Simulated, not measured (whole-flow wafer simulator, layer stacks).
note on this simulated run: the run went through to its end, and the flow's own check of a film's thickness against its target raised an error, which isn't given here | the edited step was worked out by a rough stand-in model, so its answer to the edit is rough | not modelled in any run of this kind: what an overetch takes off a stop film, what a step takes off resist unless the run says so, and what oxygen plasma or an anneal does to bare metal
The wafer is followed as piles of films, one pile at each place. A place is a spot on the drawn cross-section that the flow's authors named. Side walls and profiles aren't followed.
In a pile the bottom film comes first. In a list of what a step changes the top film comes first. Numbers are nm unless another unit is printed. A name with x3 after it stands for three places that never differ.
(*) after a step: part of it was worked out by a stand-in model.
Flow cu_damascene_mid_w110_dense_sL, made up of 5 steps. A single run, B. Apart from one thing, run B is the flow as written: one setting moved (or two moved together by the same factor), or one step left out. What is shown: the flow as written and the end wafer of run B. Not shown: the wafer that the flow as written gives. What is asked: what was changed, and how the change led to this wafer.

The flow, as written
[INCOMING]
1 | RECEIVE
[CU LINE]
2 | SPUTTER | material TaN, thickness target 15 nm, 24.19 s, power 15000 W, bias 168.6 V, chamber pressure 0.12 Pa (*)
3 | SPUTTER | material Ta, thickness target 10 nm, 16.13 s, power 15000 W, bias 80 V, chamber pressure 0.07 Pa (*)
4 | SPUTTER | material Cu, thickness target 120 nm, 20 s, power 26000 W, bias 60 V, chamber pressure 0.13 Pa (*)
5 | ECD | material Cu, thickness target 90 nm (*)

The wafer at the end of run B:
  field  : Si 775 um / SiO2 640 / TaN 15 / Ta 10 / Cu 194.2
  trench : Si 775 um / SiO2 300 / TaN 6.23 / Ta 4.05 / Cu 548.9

Cause: step 5, ECD: thickness target 74.2 nm was run, while the flow as written has thickness target 90 nm.

Step by step, how the change led to this:
  5 | ECD | material Cu, thickness target 90 nm (*)
      field: +74.2 Cu (as written it would have been: +90 Cu)
      trench: +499 Cu (as written it would have been: +514.8 Cu)
